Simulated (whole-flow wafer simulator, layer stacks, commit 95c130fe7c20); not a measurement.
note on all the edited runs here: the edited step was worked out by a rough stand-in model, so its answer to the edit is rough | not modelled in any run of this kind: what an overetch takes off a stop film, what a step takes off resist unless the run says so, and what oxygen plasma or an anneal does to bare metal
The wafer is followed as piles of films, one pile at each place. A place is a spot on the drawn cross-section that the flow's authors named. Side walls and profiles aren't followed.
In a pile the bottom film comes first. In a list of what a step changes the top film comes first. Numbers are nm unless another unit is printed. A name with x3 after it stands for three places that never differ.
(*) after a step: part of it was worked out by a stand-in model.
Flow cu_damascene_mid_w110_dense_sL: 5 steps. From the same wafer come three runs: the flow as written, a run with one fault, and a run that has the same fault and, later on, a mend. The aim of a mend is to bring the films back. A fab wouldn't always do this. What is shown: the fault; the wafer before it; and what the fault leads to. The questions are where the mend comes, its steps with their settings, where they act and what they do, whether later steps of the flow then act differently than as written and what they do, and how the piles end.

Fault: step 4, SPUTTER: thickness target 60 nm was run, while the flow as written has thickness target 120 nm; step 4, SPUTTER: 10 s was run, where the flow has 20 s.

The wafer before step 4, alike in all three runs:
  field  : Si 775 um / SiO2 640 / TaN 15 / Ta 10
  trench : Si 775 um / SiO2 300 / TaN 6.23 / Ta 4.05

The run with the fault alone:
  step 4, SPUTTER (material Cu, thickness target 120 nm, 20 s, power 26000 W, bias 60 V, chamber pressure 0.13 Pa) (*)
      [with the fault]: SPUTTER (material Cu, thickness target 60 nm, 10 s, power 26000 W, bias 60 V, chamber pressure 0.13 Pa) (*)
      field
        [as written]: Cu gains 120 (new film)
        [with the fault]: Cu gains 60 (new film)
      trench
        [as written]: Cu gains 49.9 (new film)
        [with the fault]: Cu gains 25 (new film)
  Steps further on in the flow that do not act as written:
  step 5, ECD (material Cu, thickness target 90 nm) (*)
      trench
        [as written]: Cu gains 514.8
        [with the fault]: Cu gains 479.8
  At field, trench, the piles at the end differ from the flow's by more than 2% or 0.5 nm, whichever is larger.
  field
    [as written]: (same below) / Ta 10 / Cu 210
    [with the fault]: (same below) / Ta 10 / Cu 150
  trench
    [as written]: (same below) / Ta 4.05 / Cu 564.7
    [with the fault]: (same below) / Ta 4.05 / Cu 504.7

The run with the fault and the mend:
  After step 4 comes the mend.
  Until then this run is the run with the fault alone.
  step 4a, SPUTTER (material Cu, thickness target 60 nm, 10 s, power 26000 W, bias 60 V, chamber pressure 0.13 Pa) (*) (the flow's step 4, run once more with other settings)
      field
        Cu gains 60
      trench
        Cu gains 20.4
  Every later step of the flow that is run acts as written, at every place that is followed, to within 2% or 0.5 nm, whichever is larger.
  At every place that both follow, the piles at the end match the flow's.
